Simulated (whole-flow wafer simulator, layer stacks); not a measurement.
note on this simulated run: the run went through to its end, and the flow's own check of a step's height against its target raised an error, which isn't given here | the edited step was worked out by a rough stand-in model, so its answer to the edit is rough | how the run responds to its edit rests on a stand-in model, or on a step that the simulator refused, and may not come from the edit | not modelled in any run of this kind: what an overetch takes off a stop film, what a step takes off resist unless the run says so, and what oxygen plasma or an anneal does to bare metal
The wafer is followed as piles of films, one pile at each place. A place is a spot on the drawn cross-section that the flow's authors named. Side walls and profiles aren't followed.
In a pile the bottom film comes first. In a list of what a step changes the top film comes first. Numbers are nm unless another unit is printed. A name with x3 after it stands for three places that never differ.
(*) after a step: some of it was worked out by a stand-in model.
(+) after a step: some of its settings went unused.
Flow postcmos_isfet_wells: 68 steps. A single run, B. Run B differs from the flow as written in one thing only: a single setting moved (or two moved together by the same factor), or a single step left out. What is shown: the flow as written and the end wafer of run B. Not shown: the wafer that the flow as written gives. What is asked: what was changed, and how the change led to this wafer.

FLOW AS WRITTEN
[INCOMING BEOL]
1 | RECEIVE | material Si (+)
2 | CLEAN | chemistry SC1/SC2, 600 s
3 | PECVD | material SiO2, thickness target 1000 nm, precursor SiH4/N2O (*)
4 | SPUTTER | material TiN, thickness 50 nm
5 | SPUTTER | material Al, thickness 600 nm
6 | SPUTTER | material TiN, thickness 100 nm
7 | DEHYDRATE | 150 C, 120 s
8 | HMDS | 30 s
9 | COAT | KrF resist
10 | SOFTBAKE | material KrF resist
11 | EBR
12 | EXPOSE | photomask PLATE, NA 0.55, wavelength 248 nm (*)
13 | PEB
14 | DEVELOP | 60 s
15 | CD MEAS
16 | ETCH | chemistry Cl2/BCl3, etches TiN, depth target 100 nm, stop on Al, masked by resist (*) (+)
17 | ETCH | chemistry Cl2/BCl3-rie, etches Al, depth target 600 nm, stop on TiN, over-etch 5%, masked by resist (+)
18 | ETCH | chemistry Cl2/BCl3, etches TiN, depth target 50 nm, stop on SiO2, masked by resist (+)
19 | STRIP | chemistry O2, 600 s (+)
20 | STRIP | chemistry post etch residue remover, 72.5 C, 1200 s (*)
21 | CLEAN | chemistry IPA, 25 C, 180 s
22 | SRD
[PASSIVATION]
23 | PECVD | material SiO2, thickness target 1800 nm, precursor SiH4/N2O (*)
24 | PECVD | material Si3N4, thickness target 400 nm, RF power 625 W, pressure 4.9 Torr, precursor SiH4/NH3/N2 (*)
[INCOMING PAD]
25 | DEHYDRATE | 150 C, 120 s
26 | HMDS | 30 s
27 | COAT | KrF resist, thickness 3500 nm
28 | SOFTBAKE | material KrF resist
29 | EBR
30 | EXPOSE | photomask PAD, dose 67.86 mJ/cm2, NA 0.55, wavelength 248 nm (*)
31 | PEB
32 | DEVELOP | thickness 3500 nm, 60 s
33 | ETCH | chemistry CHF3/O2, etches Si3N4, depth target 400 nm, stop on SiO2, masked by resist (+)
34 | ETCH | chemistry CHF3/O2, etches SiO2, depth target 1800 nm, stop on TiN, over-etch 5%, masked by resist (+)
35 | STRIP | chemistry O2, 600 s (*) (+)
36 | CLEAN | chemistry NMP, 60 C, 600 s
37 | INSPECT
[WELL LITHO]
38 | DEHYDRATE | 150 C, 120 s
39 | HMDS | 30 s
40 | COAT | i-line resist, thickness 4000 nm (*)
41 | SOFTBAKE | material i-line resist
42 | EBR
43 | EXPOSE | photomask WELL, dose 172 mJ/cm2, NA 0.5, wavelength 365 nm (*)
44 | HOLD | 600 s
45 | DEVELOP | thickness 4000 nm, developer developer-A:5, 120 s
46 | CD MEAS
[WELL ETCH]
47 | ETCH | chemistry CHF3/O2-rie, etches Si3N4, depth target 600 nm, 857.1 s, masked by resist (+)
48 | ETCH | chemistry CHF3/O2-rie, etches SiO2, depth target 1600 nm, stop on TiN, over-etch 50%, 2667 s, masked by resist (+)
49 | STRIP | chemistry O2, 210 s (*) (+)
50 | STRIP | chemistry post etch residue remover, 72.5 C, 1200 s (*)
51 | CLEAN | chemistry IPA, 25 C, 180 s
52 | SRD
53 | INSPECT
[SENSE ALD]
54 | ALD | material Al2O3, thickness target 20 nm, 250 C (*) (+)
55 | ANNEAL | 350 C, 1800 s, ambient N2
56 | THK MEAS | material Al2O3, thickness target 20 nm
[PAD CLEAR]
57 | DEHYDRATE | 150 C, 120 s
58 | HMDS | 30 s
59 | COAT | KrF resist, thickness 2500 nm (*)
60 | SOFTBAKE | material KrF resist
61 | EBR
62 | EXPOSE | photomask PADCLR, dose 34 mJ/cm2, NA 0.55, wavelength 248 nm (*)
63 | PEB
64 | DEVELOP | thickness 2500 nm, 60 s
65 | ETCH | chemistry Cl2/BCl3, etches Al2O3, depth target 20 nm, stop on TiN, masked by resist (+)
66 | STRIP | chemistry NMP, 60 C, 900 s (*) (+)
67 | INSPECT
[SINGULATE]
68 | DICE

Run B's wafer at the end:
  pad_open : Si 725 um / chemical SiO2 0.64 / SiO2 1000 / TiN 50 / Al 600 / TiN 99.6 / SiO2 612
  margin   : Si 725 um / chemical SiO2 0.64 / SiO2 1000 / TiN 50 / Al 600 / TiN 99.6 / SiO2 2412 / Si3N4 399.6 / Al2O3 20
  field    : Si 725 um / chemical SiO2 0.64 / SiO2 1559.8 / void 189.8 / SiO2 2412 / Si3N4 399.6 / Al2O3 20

Cause: step 23, PECVD: thickness target 2412 nm was run, while the flow as written has thickness target 1800 nm.
The wafer lets one read it off: margin has SiO2 2412, and step 23 as written asks for 1800 nm.

Step by step, how the change led to this:
  23 | PECVD | material SiO2, thickness target 1800 nm, precursor SiH4/N2O (*)
      margin, well900, well1300 x3, pad_rim, pad_clr, pad_open: SiO2 gains 2412 (new film) (it would be, as written: SiO2 gains 1800 (new film))
      field: SiO2 gains 2412 (new film), void gains 189.8 (new film), SiO2 gains 559.8 (it would be, as written: SiO2 gains 1800 (new film), void gains 189.9 (new film), SiO2 gains 559.7)
  34 | ETCH | chemistry CHF3/O2, etches SiO2, depth target 1800 nm, stop on TiN, over-etch 5%, masked by resist (+)
      pad_open: SiO2 loses 1800 (it would be, as written: SiO2 loses 1800 (all of it))
  48 | ETCH | chemistry CHF3/O2-rie, etches SiO2, depth target 1600 nm, stop on TiN, over-etch 50%, 2667 s, masked by resist (+)
      well900, well1300 x3: SiO2 loses 2212 (all of it) (it would be, as written: SiO2 loses 1600 (all of it))
  59 | COAT | KrF resist, thickness 2500 nm (*)
      field: KrF resist gains 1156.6 (new film) (it would be, as written: KrF resist gains 1449 (new film))
      margin: KrF resist gains 1156.5 (new film) (it would be, as written: KrF resist gains 1448.9 (new film))
  63 | PEB
      field, margin: KrF resist loses 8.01 (it would be, as written: KrF resist loses 10.1)
  66 | STRIP | chemistry NMP, 60 C, 900 s (*) (+)
      field, margin: KrF resist loses 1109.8 (all of it) (it would be, as written: KrF resist loses 1400.1 (all of it))
